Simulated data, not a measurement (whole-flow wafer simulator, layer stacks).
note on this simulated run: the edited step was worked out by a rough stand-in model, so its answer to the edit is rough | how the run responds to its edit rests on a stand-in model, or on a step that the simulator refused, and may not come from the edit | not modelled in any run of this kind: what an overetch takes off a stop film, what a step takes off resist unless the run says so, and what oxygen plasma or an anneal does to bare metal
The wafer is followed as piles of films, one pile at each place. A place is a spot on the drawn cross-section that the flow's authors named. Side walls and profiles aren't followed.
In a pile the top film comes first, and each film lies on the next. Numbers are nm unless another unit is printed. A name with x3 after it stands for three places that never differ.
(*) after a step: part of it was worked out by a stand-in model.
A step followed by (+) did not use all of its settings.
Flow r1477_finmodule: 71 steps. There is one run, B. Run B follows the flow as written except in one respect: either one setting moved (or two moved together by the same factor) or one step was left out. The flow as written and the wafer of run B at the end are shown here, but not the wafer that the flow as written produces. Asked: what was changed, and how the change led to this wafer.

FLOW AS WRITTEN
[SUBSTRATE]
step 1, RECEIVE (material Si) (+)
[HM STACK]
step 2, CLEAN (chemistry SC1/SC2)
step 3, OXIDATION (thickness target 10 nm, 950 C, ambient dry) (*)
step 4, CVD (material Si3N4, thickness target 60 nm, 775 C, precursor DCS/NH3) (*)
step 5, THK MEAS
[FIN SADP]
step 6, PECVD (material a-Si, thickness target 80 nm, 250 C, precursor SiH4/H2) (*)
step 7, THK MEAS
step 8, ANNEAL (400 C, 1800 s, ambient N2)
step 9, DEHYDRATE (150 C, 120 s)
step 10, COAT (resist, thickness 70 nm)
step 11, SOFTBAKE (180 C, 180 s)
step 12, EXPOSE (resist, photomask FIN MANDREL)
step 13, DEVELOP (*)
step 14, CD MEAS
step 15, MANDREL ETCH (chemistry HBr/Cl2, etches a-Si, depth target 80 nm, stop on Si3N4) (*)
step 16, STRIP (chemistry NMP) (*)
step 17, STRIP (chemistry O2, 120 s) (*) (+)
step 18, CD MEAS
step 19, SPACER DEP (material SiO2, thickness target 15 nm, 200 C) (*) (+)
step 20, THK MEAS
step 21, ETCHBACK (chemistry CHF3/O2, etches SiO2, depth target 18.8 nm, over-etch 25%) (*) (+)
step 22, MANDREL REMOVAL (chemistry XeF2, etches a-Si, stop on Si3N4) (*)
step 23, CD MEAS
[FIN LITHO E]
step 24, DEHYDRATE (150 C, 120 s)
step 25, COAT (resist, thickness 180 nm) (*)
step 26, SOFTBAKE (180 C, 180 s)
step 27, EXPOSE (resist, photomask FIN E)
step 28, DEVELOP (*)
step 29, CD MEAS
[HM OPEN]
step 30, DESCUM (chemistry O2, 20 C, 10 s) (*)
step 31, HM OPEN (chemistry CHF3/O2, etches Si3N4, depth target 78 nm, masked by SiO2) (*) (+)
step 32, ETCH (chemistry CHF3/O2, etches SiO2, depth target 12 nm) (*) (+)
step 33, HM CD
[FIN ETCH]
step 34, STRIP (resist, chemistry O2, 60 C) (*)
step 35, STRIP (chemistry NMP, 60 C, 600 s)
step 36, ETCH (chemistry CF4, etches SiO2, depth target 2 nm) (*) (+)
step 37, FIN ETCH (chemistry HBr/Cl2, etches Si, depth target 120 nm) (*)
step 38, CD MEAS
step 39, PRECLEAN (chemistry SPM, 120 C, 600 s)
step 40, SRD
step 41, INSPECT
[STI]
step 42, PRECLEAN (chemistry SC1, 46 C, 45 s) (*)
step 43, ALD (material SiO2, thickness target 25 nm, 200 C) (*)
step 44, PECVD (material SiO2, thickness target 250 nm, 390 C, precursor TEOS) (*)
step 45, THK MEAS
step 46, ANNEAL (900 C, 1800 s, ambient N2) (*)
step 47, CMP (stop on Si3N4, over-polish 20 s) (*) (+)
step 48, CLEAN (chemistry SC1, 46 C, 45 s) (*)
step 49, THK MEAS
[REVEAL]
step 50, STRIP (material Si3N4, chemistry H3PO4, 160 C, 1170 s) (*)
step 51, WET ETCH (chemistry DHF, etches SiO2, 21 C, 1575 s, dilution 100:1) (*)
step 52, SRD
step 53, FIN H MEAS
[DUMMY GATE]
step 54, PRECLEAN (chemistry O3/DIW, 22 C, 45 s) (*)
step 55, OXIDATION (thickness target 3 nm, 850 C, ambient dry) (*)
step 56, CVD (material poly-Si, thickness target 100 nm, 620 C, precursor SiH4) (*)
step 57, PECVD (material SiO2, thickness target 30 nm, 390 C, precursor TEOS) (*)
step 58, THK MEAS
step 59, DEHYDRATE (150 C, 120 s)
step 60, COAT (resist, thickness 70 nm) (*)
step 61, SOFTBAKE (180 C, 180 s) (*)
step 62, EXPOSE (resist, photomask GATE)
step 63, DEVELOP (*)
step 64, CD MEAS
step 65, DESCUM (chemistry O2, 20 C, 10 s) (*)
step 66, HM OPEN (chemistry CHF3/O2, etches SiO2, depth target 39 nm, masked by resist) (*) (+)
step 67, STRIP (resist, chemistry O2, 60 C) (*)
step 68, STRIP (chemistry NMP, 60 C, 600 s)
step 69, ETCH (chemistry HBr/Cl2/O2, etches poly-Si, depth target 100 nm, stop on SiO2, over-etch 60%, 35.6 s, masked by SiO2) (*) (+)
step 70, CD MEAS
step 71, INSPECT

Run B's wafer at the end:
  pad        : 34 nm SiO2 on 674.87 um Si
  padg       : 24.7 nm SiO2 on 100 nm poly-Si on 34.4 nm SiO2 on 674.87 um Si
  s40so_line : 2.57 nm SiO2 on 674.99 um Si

Cause: step 44, PECVD: thickness target 102.5 nm was run, while the flow as written has thickness target 250 nm.

The path from the change to this, step by step:
  step 44, PECVD (material SiO2, thickness target 250 nm, 390 C, precursor TEOS) (*)
      pad, padg, elg and 33 more: SiO2 gains 102.5 (as written it would have been: SiO2 gains 250)
  step 46, ANNEAL (900 C, 1800 s, ambient N2) (*)
      pad, padg, elg and 33 more: SiO2 loses 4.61 (as written it would have been: SiO2 loses 11.2)
  step 47, CMP (stop on Si3N4, over-polish 20 s) (*) (+)
      pad, padg, e40sg and 11 more: nothing (as written it would have been: SiO2 loses 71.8)
      eso: nothing (as written it would have been: SiO2 loses 72.4)
      (and at 21 other places as well)
  step 60, COAT (resist, thickness 70 nm) (*)
      e40lg, e100lg, e40lo, e100lo: resist gains 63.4 (new film) (as written it would have been: resist gains 66.9 (new film))
      e200lg, elo, e200lo: resist gains 63.5 (new film) (as written it would have been: resist gains 66.9 (new film))
      (and at 25 other places as well)
  step 63, DEVELOP (*)
      elo, e200lo: resist loses 63.5 (all of it) (as written it would have been: resist loses 66.9 (all of it))
      e40lo, e100lo: resist loses 63.4 (all of it) (as written it would have been: resist loses 66.9 (all of it))
      (and at 13 other places as well)
  step 67, STRIP (resist, chemistry O2, 60 C) (*)
      e40lg: resist loses 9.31 (all of it) (as written it would have been: resist loses 12.8 (all of it))
      e40sg: resist loses 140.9 (all of it) (as written it would have been: resist loses 75.4 (all of it))
      (and at 13 other places as well)
